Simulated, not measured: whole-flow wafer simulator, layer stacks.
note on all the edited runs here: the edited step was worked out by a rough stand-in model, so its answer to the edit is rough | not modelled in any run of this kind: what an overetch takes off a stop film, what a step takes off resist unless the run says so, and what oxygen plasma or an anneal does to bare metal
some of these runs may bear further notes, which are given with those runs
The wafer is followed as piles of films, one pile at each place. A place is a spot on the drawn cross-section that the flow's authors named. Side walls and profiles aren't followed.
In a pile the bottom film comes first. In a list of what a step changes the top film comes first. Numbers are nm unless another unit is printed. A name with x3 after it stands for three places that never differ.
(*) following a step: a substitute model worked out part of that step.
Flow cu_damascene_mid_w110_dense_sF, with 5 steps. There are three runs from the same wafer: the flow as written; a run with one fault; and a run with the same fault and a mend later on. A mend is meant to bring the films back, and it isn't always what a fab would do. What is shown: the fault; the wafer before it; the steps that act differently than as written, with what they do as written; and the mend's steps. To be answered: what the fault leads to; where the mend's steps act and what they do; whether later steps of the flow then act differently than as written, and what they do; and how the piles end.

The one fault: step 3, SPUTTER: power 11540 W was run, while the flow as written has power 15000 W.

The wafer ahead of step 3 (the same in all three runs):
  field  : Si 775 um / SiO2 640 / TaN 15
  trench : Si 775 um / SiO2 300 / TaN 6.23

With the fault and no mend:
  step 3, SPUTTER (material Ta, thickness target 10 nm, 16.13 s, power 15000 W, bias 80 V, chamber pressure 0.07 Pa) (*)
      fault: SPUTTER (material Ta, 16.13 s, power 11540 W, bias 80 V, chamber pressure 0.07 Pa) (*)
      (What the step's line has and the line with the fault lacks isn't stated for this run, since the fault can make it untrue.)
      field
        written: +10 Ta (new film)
        fault: +7.69 Ta (new film)
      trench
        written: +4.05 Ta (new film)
        fault: +2.96 Ta (new film)
  Later steps of the flow that are run all act as written at every place that is followed, up to a difference of at most 2% or 0.5 nm, whichever is larger.
  At field, trench, the piles at the end differ from the flow's by more than 2% or 0.5 nm, whichever is larger.
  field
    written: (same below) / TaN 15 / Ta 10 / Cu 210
    fault: (same below) / TaN 15 / Ta 7.69 / Cu 210
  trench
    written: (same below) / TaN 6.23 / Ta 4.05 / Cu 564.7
    fault: (same below) / TaN 6.23 / Ta 2.96 / Cu 563.5

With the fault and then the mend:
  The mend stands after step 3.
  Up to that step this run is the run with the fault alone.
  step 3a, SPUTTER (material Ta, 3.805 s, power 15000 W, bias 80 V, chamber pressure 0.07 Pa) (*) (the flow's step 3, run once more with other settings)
      field
        +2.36 Ta
      trench
        +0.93 Ta
  Later steps of the flow that are run all act as written at every place that is followed, up to a difference of at most 2% or 0.5 nm, whichever is larger.
  At the end the piles are close to the flow's at the places that both follow, differing by at most 2% or 0.5 nm, whichever is larger.
